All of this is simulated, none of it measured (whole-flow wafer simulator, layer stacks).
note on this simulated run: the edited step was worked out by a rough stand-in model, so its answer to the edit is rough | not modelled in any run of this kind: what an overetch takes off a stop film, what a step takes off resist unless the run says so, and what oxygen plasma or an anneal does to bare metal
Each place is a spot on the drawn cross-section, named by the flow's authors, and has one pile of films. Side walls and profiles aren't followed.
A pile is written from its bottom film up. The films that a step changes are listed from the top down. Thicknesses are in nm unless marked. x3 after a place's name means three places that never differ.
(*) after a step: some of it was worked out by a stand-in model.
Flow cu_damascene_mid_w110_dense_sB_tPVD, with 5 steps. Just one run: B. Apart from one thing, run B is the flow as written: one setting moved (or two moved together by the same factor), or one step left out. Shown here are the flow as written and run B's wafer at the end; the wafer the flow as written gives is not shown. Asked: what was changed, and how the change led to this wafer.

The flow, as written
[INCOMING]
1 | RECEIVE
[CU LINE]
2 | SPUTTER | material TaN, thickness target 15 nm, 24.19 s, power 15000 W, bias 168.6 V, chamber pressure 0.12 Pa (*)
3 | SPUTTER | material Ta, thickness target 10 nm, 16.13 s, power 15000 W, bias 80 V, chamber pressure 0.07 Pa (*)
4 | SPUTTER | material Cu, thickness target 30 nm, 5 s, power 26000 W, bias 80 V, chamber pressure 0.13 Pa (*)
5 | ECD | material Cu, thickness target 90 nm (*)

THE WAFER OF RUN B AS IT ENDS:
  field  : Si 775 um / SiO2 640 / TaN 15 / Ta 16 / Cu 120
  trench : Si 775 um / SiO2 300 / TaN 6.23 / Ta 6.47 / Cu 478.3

The reason: step 3, SPUTTER: thickness target 16 nm was run, while the flow as written has thickness target 10 nm.
The wafer itself shows it: field has Ta 16, and step 3 as written asks for 10 nm.

Step by step, how the change led to this:
  3 | SPUTTER | material Ta, thickness target 10 nm, 16.13 s, power 15000 W, bias 80 V, chamber pressure 0.07 Pa (*)
      field: Ta gains 16 (new film) (it would be, as written: Ta gains 10 (new film))
      trench: Ta gains 6.47 (new film) (it would be, as written: Ta gains 4.05 (new film))
